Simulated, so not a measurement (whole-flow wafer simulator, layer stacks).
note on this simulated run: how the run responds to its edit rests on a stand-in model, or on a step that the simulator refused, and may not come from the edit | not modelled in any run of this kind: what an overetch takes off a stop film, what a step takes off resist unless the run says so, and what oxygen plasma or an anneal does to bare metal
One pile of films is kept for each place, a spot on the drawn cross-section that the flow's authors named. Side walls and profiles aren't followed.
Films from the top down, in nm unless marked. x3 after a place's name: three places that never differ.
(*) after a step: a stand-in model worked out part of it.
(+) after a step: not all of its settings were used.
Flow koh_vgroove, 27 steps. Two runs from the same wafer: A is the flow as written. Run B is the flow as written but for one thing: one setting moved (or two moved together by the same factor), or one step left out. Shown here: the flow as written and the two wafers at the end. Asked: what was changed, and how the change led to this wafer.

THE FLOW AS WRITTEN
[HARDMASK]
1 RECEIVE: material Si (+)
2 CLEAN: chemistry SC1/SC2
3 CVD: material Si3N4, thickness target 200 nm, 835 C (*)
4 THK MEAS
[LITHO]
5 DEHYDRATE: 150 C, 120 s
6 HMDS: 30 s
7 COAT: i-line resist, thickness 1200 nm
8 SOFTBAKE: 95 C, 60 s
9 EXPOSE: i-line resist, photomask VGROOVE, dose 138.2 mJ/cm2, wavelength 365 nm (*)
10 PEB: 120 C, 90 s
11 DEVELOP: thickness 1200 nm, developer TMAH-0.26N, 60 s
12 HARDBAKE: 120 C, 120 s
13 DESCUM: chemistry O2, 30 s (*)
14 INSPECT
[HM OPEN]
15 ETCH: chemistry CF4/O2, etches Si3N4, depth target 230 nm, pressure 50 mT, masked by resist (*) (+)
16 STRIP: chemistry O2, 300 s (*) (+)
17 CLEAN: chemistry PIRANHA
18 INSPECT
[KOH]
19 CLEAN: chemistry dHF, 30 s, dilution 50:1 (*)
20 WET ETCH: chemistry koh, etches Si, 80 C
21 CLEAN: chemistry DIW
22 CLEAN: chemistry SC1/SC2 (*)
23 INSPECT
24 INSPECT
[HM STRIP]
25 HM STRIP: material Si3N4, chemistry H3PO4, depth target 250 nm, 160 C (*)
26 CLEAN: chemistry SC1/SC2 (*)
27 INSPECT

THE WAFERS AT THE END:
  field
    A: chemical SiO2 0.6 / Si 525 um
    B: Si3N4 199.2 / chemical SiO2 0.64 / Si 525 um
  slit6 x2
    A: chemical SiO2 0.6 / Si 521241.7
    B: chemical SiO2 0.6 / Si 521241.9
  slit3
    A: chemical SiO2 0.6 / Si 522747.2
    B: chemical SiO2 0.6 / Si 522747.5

The cause: step 25, HM STRIP: material Si3N4, chemistry H3PO4, depth target 250 nm, 160 C (*), was left out.

How the change led to this, step by step:
  (no step that both runs have acts differently by more than 2% or 0.5 nm, whichever is larger)
